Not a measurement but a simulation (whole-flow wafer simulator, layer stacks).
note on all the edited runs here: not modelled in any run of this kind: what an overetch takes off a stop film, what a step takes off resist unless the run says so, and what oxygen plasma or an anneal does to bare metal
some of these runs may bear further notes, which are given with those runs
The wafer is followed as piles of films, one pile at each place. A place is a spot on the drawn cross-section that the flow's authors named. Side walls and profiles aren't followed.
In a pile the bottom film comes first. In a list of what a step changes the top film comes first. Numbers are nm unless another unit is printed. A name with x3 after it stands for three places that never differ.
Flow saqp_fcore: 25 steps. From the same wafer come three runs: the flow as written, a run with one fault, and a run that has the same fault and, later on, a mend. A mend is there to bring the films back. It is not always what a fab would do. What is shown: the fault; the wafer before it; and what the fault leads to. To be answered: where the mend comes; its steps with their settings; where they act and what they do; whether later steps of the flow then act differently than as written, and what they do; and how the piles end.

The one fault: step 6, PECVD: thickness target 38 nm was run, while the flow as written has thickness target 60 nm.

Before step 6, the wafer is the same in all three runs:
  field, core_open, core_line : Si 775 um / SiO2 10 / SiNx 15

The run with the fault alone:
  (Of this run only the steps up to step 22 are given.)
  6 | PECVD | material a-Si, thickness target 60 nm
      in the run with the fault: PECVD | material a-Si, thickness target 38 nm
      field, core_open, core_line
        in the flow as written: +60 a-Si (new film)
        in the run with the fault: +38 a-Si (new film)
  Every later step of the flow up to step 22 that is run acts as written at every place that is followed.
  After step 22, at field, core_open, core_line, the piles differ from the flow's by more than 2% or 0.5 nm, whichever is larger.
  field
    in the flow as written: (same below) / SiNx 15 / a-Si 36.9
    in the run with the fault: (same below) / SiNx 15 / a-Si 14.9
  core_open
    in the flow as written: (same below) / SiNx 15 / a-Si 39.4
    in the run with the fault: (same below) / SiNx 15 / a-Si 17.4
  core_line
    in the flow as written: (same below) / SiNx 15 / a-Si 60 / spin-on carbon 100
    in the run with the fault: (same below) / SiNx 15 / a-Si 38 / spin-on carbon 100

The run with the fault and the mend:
  The mend stands after step 7.
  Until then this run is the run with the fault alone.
  7a | PECVD | material a-Si, thickness target 22 nm (the flow's step 6 again, with other settings)
      field, core_open, core_line
        +22 a-Si
  Every later step of the flow that is run acts as written at every place that is followed.
  At every place that both follow, the piles at the end match the flow's.
